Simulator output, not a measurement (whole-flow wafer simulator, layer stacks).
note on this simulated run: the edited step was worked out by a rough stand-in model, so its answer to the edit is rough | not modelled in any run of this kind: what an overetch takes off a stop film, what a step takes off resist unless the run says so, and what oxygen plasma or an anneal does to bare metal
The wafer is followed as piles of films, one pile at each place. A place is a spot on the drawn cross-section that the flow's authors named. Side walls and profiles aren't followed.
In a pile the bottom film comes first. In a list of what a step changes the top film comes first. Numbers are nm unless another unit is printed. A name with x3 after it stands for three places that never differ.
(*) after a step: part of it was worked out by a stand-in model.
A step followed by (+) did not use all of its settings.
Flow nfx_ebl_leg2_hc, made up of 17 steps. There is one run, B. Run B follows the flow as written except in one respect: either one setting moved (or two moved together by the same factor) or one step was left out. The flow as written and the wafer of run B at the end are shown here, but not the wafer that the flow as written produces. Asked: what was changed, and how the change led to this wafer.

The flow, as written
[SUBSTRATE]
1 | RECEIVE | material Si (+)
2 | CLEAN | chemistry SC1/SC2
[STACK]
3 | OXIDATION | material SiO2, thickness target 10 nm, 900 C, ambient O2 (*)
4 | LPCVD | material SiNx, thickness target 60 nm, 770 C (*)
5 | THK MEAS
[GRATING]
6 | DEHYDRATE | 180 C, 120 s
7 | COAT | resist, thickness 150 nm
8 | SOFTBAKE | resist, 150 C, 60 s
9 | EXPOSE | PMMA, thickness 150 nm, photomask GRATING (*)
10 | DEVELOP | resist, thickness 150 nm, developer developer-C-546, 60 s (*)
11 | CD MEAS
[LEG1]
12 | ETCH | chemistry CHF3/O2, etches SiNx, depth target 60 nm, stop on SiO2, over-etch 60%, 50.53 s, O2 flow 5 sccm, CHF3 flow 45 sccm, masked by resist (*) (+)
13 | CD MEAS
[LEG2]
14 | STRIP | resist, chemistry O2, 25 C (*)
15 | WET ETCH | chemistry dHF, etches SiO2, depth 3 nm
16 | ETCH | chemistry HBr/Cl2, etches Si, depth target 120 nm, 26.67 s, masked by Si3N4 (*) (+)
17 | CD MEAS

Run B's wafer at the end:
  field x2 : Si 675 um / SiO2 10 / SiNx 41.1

Cause: step 4, LPCVD: thickness target 52.5 nm was run, whereas the flow has thickness target 60 nm.

Step by step, how the change led to this:
  4 | LPCVD | material SiNx, thickness target 60 nm, 770 C (*)
      field x2, pad x2: +52.5 SiNx (new film) (in the flow as written it would be: +60 SiNx (new film))
  12 | ETCH | chemistry CHF3/O2, etches SiNx, depth target 60 nm, stop on SiO2, over-etch 60%, 50.53 s, O2 flow 5 sccm, CHF3 flow 45 sccm, masked by resist (*) (+)
      pad x2: -52.5 SiNx (all of it), -10 SiO2 (all of it) (in the flow as written it would be: -60 SiNx (all of it), -10 SiO2 (all of it))
